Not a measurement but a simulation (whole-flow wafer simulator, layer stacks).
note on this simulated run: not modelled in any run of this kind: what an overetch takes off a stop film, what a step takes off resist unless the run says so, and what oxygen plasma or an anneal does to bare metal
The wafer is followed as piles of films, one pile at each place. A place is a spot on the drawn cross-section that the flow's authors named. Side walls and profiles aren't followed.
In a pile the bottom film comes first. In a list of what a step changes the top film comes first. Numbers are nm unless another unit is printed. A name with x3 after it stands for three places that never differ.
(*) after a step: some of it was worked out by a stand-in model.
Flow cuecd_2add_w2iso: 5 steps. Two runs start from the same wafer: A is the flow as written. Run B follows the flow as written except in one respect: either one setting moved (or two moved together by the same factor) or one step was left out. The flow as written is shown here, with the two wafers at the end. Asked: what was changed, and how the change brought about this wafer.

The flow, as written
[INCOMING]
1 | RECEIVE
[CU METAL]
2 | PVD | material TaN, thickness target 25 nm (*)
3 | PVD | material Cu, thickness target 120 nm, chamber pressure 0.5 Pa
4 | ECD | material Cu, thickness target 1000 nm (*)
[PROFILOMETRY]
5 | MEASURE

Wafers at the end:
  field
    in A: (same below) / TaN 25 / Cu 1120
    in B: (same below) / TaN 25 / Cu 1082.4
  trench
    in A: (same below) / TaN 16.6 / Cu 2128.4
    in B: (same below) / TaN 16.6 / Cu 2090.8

Cause: step 3, PVD: thickness target 82.4 nm was run, though the flow has thickness target 120 nm.

How this came from the change, step by step:
  3 | PVD | material Cu, thickness target 120 nm, chamber pressure 0.5 Pa
      field: A Cu gains 120 (new film) | B Cu gains 82.4 (new film)
      trench: A Cu gains 80.8 (new film) | B Cu gains 55.6 (new film)
